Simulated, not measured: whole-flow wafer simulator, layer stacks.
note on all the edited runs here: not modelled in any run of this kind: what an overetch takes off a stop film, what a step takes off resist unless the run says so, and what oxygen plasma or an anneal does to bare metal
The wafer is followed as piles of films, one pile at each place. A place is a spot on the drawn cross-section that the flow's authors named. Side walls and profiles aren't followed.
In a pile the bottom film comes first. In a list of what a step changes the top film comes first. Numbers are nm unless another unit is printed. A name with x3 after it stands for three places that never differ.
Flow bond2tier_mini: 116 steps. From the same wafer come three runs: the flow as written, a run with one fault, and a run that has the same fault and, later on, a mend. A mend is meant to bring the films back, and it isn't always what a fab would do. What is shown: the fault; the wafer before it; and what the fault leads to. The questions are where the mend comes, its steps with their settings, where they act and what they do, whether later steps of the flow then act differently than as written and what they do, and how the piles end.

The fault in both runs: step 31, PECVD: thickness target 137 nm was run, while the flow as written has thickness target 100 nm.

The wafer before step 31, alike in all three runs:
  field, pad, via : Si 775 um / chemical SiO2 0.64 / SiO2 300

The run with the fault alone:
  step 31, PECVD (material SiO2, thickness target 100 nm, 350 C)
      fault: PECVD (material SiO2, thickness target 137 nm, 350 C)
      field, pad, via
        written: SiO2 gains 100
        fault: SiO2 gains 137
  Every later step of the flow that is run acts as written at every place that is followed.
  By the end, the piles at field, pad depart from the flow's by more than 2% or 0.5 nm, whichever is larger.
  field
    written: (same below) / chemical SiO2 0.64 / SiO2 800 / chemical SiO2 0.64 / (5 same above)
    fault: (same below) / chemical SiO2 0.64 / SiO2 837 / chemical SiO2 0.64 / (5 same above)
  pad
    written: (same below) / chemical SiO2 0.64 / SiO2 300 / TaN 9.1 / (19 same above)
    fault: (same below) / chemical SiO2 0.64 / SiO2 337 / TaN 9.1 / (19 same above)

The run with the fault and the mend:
  After step 31 comes the mend.
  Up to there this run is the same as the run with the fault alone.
  step 31a, ETCH (chemistry CHF3/CF4-rie, etches SiO2, depth target 37 nm) (the flow's step 9 again, with other settings)
      field, pad, via
        SiO2 loses 37
  Every later step of the flow that is run acts as written at every place that is followed.
  The piles end the same as the flow's at every place that both follow.
